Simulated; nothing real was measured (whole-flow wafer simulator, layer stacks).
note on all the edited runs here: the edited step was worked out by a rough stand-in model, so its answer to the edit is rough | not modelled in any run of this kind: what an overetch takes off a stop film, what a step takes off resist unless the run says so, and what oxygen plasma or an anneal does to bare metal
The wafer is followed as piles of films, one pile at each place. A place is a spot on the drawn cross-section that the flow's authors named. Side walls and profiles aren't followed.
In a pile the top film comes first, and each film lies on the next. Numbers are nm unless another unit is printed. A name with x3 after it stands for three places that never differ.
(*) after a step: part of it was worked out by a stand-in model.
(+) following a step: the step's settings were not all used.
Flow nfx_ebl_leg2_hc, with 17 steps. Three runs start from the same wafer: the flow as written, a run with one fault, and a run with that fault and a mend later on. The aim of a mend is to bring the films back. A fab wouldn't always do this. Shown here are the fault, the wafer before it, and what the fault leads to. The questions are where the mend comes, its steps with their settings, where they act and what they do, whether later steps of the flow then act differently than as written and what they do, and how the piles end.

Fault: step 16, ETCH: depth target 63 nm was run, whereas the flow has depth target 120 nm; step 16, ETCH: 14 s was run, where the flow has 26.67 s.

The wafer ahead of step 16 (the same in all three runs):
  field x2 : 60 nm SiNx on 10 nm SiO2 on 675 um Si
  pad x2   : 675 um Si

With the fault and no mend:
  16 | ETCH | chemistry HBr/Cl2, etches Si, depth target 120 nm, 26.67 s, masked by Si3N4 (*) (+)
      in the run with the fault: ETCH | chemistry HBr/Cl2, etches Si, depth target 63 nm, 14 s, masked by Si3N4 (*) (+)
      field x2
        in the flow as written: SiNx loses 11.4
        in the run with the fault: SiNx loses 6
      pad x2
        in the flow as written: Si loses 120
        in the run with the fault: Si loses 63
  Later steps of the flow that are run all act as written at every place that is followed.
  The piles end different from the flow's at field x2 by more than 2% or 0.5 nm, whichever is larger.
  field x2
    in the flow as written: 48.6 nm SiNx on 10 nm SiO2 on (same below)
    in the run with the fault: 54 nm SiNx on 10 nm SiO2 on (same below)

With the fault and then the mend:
  The mend follows step 17.
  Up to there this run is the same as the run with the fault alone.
  17a | ETCH | chemistry HBr/Cl2, etches Si, depth target 57 nm, 12.67 s, masked by Si3N4 (*) (+) (the flow's step 16 again, with other settings)
      field x2
        SiNx loses 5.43
      pad x2
        Si loses 57
  Later steps of the flow that are run all act as written at every place that is followed.
  The piles end the same as the flow's at every place that both follow.
